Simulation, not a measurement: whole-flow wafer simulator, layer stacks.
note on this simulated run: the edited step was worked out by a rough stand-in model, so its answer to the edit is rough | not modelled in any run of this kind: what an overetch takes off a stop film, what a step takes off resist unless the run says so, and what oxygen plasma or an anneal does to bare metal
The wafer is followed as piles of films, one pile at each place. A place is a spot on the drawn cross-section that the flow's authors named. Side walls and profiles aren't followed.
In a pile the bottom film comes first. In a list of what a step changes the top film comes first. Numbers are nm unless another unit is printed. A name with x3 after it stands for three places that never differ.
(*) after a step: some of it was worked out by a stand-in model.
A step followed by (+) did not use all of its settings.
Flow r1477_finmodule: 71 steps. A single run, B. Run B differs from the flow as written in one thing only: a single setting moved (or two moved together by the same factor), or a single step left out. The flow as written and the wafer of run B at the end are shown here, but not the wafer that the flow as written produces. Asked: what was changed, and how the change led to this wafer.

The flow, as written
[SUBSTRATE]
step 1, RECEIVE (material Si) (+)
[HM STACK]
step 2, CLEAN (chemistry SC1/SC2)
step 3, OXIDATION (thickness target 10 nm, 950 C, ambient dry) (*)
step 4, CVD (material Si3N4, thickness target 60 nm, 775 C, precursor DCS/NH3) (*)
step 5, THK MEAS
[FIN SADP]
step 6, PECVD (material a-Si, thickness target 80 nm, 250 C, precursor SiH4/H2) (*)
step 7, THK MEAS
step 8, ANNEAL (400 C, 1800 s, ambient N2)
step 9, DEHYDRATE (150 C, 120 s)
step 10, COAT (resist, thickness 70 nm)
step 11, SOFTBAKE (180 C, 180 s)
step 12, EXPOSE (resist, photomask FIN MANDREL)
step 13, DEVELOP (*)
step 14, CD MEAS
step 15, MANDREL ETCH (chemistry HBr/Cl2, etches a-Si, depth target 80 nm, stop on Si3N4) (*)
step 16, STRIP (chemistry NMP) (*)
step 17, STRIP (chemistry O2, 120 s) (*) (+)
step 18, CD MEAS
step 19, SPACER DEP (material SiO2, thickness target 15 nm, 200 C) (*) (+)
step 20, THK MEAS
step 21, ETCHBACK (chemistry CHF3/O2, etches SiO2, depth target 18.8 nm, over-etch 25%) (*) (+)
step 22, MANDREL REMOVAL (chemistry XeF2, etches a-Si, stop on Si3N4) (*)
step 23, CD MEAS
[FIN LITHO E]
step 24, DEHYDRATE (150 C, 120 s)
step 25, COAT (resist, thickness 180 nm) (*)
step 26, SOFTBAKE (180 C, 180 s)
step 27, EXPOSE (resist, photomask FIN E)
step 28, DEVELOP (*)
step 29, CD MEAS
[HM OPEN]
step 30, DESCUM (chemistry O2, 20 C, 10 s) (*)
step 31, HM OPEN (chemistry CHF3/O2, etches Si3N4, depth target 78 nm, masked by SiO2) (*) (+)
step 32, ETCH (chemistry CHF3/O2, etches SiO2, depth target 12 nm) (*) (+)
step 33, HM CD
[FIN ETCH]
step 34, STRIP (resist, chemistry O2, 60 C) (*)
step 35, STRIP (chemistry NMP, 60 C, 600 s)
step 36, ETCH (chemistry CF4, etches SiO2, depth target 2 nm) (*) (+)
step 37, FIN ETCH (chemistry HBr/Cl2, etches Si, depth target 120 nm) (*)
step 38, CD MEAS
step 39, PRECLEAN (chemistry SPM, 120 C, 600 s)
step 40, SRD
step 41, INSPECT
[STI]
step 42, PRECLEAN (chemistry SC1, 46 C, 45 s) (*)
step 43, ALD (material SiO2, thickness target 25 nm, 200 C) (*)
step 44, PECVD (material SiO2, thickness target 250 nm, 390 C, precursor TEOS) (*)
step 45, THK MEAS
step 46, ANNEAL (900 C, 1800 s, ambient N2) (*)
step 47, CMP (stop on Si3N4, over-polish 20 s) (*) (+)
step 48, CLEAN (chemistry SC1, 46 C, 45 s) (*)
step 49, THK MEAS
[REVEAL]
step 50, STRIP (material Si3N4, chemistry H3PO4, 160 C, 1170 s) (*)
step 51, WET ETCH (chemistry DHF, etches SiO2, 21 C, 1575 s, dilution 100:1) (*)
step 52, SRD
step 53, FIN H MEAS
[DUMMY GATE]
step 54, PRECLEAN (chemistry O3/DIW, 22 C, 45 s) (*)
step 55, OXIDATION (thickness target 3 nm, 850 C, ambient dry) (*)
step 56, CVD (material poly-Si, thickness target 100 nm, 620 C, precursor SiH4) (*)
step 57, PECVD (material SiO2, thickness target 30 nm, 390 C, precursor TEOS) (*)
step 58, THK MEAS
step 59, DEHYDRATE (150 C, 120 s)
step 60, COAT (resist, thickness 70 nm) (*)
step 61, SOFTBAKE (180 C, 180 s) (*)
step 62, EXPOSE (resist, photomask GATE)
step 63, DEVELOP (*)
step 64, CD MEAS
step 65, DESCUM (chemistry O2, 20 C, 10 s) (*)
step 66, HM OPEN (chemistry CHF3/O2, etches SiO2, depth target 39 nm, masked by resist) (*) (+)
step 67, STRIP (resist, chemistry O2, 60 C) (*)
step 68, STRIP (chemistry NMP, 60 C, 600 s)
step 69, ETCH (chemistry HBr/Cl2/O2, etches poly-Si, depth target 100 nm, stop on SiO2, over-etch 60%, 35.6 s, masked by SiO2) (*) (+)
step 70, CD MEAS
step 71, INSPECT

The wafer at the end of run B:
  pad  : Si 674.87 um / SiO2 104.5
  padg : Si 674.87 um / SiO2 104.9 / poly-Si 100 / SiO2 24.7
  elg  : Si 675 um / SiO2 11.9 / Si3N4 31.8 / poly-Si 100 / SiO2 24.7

What caused this: step 3, OXIDATION: thickness target 11.9 nm was run, whereas the flow has thickness target 10 nm.
One can read it off the wafer: elg has SiO2 11.9, and step 3 as written asks for 10 nm.

The path from the change to this, step by step:
  step 3, OXIDATION (thickness target 10 nm, 950 C, ambient dry) (*)
      pad, padg, elg and 33 more: SiO2 gains 11.9 (new film), chemical SiO2 loses 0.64 (all of it), Si loses 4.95 (it would be, as written: SiO2 gains 10 (new film), chemical SiO2 loses 0.64 (all of it), Si loses 4.12)
  step 31, HM OPEN (chemistry CHF3/O2, etches Si3N4, depth target 78 nm, masked by SiO2) (*) (+)
      pad, padg, esg and 13 more: Si3N4 loses 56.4 (all of it), SiO2 loses 10.8 (it would be, as written: Si3N4 loses 56.4 (all of it), SiO2 loses 10 (all of it))
  step 32, ETCH (chemistry CHF3/O2, etches SiO2, depth target 12 nm) (*) (+)
      pad, padg, e40sg and 11 more: SiO2 loses 1.09 (all of it), Si loses 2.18 (it would be, as written: Si loses 2.4)
      esg, eso: SiO2 loses 1.09 (all of it), Si loses 2.18 (it would be, as written: Si loses 1.77)
      (also at 6 further places)
  step 47, CMP (stop on Si3N4, over-polish 20 s) (*) (+)
      pad, padg, e40sg and 11 more: SiO2 loses 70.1 (it would be, as written: SiO2 loses 71.8)
      eso: SiO2 loses 70.1 (it would be, as written: SiO2 loses 72.4)
  step 51, WET ETCH (chemistry DHF, etches SiO2, 21 C, 1575 s, dilution 100:1) (*)
      s40sg_line, s45sg_line, s50sg_line, s40so_line, s45so_line, s50so_line: SiO2 loses 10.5 (all of it) (it would be, as written: SiO2 loses 8.63 (all of it))
  step 60, COAT (resist, thickness 70 nm) (*)
      s45sg, s45so: resist gains 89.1 (new film) (it would be, as written: resist gains 91 (new film))
      s50sg, s50so: resist gains 89 (new film) (it would be, as written: resist gains 90.9 (new film))
  step 63, DEVELOP (*)
      s45so: resist loses 89.1 (all of it) (it would be, as written: resist loses 91 (all of it))
      s50so: resist loses 89 (all of it) (it would be, as written: resist loses 90.9 (all of it))
  step 67, STRIP (resist, chemistry O2, 60 C) (*)
      s40sg: resist loses 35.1 (all of it) (it would be, as written: resist loses 36.9 (all of it))
      s45sg: resist loses 35 (all of it) (it would be, as written: resist loses 36.9 (all of it))
      (also at 1 further place)
